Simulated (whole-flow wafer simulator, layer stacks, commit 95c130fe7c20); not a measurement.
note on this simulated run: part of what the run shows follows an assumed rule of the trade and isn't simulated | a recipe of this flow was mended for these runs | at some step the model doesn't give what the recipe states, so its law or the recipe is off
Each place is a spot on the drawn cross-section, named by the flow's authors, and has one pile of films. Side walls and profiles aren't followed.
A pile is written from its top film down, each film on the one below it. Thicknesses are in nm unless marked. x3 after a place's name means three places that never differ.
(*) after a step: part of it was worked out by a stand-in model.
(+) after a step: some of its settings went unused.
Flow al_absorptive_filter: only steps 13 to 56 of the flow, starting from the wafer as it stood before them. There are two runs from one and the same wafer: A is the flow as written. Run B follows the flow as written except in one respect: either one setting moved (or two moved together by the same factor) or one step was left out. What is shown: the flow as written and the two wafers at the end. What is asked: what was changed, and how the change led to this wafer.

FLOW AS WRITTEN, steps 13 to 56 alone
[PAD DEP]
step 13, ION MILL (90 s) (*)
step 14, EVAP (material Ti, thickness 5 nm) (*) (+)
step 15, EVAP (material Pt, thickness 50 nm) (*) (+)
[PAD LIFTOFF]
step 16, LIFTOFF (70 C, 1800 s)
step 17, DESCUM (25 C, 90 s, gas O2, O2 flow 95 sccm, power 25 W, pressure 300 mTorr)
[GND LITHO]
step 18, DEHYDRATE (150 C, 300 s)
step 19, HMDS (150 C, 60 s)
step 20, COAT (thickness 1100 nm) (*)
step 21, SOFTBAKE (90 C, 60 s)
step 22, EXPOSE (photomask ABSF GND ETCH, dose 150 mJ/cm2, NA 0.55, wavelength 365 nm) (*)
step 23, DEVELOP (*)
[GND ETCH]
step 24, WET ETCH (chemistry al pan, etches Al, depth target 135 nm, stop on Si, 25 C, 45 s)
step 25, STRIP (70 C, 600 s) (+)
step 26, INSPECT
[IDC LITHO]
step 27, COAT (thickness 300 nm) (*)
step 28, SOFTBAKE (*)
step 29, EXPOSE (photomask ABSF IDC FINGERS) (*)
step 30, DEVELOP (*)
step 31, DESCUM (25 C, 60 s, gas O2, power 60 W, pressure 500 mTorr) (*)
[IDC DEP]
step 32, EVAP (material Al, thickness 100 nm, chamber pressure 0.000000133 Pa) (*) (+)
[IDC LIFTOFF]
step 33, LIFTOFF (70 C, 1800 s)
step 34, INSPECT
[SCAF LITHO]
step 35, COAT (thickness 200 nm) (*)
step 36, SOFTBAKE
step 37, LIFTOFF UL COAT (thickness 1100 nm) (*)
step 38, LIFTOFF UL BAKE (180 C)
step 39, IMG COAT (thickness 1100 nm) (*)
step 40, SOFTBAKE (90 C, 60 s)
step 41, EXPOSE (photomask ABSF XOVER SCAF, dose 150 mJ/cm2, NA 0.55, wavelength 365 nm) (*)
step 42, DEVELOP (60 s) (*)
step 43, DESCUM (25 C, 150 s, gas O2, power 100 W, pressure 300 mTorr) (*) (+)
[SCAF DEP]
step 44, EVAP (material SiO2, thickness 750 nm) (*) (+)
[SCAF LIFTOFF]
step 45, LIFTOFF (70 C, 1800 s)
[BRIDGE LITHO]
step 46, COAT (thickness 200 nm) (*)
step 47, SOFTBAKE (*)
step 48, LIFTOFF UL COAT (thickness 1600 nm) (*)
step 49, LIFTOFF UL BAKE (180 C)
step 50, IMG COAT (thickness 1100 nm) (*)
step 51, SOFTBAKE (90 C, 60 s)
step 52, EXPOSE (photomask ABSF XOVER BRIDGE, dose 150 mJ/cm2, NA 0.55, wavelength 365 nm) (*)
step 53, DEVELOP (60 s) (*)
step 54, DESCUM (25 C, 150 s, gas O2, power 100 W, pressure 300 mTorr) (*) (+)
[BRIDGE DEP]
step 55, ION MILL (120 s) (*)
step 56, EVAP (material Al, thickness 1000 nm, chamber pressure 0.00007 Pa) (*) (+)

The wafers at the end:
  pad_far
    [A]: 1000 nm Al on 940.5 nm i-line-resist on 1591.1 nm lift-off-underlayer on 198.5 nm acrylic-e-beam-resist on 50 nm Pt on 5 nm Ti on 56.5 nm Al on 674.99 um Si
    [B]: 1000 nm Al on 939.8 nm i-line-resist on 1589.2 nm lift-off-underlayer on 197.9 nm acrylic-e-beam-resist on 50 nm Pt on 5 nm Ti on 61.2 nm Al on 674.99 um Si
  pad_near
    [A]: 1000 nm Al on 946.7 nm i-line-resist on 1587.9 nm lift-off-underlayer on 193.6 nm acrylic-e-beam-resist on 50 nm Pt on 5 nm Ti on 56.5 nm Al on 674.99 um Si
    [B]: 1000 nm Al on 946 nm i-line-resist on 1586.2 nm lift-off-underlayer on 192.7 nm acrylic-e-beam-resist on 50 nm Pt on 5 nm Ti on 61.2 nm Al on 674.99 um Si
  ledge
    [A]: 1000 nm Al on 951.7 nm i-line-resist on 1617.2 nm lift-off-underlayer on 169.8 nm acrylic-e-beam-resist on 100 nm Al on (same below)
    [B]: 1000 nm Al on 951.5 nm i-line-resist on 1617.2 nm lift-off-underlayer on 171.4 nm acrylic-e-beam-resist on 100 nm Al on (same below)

What caused this: step 13, ION MILL: 76 s was run, while the flow as written has 90 s.

The path from the change to this, step by step:
  step 13, ION MILL (90 s) (*)
      gnd, ledge, res and 9 more: A i-line-resist loses 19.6 | B i-line-resist loses 16.6
      pad_far, pad_near: A Al loses 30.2 | B Al loses 25.5
